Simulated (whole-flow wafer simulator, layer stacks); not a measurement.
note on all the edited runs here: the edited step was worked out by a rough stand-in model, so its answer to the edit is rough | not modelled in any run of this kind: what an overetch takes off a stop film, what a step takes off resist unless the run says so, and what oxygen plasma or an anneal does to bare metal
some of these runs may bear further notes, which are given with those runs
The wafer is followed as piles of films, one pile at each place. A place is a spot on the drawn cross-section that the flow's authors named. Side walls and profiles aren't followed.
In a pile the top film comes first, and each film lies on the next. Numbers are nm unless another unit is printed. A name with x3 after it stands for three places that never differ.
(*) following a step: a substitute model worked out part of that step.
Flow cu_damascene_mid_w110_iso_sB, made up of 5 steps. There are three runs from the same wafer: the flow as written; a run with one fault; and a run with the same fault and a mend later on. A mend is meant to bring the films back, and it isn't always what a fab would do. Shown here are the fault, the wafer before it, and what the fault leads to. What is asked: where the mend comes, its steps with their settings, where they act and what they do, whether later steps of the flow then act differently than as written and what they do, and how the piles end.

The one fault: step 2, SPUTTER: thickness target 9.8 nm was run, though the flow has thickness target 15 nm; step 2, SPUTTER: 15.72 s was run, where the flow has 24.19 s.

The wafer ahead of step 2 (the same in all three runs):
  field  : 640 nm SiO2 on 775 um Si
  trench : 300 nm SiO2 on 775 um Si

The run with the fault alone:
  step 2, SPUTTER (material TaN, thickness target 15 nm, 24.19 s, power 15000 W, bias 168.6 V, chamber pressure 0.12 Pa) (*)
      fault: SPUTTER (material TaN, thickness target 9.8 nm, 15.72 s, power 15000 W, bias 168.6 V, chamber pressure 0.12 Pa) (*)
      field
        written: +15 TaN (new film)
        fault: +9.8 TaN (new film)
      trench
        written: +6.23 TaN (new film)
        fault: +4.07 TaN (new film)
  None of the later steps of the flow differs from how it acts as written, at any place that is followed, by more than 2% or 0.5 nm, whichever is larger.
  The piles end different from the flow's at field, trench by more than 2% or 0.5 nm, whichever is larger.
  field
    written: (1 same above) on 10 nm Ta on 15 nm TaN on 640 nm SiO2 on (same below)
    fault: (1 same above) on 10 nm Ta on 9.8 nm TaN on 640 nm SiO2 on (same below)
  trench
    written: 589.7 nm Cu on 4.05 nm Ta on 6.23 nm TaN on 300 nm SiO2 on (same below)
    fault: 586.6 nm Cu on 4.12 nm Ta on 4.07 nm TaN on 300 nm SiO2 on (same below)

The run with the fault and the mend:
  After step 2 comes the mend.
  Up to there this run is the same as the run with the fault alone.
  step 2a, SPUTTER (material TaN, thickness target 5.2 nm, 8.386 s, power 15000 W, bias 168.6 V, chamber pressure 0.12 Pa) (*) (the flow's step 2 again, with other settings)
      field
        +5.2 TaN
      trench
        +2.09 TaN
  None of the later steps of the flow differs from how it acts as written, at any place that is followed, by more than 2% or 0.5 nm, whichever is larger.
  The piles end only slightly different from the flow's at the places that both follow, by no more than 2% or 0.5 nm, whichever is larger.
